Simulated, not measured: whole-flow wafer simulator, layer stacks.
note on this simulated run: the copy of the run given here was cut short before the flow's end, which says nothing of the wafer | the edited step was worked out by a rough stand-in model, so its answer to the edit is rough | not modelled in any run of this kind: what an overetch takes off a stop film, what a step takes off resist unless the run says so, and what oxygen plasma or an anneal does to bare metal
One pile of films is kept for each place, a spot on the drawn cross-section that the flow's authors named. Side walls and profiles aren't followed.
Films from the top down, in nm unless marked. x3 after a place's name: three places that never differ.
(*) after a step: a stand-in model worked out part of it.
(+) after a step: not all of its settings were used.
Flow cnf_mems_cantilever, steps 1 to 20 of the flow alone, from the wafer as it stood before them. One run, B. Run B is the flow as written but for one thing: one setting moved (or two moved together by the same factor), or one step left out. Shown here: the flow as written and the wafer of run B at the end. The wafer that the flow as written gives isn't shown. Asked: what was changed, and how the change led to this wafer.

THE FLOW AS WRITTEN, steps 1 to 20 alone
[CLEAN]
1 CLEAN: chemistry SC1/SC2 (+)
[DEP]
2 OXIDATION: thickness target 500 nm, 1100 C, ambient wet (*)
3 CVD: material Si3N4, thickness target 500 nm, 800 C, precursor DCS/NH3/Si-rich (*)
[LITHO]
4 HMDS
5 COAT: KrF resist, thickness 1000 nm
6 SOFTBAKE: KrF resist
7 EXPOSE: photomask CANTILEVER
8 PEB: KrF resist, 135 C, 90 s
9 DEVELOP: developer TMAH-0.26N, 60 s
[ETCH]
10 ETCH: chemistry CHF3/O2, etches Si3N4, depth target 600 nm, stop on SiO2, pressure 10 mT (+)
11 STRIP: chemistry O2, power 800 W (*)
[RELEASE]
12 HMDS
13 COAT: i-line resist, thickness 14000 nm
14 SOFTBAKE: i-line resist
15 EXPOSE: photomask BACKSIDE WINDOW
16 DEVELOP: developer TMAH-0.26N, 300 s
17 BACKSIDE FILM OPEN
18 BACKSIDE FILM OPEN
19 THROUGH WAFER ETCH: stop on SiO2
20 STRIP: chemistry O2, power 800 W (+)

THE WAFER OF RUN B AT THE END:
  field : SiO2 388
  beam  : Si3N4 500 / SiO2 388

The cause: step 2, OXIDATION: thickness target 388 nm was run, where the flow has thickness target 500 nm.
It can be read off the wafer: field has SiO2 388, and step 2 as written asks for 500 nm.

How the change led to this, step by step:
  2 OXIDATION: thickness target 500 nm, 1100 C, ambient wet (*)
      field, beam: SiO2 +388 (new film), chemical SiO2 -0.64 (all of it), Si -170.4 (as written it would be: SiO2 +500 (new film), chemical SiO2 -0.64 (all of it), Si -219.7)
  19 THROUGH WAFER ETCH: stop on SiO2
      field: under 1 film: Si -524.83 um (all of it) (as written it would be: under 1 film: Si -524.78 um (all of it))
      beam: under 2 films: Si -524.83 um (all of it) (as written it would be: under 2 films: Si -524.78 um (all of it))
